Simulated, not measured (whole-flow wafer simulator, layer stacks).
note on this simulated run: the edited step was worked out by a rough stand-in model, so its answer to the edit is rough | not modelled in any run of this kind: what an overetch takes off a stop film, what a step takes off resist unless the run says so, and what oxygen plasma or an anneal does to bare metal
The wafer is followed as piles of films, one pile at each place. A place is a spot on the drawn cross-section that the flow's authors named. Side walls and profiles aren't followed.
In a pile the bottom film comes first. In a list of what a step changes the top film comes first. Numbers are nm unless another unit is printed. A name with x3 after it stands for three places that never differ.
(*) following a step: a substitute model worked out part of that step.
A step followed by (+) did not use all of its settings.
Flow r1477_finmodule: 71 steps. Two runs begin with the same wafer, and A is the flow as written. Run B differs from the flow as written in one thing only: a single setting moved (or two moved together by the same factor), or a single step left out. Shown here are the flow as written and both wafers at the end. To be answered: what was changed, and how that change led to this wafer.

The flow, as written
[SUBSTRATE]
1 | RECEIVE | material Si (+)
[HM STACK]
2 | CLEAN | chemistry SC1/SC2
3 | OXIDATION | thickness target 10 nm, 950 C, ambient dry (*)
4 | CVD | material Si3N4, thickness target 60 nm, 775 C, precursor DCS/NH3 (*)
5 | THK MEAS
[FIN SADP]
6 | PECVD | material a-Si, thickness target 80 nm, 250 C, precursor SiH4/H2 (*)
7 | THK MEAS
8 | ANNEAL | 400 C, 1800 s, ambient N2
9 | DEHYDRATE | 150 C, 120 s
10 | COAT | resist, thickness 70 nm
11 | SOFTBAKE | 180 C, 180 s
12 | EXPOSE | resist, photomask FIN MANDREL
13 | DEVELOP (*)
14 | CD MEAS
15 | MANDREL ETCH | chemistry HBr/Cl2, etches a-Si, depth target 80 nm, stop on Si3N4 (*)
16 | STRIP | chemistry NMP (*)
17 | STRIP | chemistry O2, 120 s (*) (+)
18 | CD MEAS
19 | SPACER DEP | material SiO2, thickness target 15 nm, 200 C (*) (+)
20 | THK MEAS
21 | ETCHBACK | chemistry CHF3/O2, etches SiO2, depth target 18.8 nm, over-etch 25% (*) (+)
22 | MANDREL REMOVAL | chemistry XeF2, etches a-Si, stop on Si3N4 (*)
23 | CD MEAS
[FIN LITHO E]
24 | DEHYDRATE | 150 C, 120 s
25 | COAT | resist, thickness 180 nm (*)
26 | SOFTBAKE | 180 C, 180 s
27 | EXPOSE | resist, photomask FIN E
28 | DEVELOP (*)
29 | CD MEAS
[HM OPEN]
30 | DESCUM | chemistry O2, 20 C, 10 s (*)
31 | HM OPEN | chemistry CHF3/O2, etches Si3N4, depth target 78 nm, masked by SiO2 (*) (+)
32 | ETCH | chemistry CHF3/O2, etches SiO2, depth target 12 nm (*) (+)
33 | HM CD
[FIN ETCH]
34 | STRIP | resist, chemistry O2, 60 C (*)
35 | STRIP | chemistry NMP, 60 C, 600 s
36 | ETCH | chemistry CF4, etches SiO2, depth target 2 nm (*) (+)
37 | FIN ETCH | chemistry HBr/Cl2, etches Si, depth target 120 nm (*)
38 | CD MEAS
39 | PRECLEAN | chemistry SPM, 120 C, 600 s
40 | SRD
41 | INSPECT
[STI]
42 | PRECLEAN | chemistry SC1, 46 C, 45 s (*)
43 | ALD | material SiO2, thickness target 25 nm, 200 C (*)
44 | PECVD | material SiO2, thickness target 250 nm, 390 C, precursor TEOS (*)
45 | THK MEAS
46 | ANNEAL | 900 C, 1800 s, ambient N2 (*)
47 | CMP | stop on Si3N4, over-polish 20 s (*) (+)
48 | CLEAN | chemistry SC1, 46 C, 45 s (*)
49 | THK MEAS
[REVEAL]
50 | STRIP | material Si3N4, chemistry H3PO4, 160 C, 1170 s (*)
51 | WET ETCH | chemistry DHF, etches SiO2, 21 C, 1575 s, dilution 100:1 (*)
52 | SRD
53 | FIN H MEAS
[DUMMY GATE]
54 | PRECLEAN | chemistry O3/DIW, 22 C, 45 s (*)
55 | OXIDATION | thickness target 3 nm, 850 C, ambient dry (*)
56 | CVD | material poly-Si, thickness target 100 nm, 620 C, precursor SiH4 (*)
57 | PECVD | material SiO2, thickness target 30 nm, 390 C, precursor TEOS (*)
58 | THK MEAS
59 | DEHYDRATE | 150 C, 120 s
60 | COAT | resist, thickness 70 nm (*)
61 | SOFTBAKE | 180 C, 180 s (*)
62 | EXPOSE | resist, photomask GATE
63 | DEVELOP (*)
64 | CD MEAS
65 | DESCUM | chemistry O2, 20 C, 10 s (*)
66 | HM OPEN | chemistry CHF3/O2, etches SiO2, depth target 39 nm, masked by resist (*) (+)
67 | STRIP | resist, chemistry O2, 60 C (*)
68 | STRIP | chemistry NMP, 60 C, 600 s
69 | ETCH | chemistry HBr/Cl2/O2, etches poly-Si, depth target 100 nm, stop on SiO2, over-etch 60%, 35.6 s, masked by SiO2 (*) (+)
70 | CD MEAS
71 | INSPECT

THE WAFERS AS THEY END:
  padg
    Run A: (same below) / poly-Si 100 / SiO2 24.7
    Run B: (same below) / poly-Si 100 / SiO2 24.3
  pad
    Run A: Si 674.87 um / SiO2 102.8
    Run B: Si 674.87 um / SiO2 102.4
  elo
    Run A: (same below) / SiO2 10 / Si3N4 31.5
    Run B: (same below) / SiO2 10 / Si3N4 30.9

The reason: step 69, ETCH: depth target 107.5 nm was run, while the flow as written has depth target 100 nm.

Step by step, how the change led to this:
  69 | ETCH | chemistry HBr/Cl2/O2, etches poly-Si, depth target 100 nm, stop on SiO2, over-etch 60%, 35.6 s, masked by SiO2 (*) (+)
      elo, e40lo, e100lo, e200lo: A -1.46 chemical SiO2 (all of it), -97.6 poly-Si (all of it), -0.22 Si3N4 | B -1.46 chemical SiO2 (all of it), -97.6 poly-Si (all of it), -0.9 Si3N4
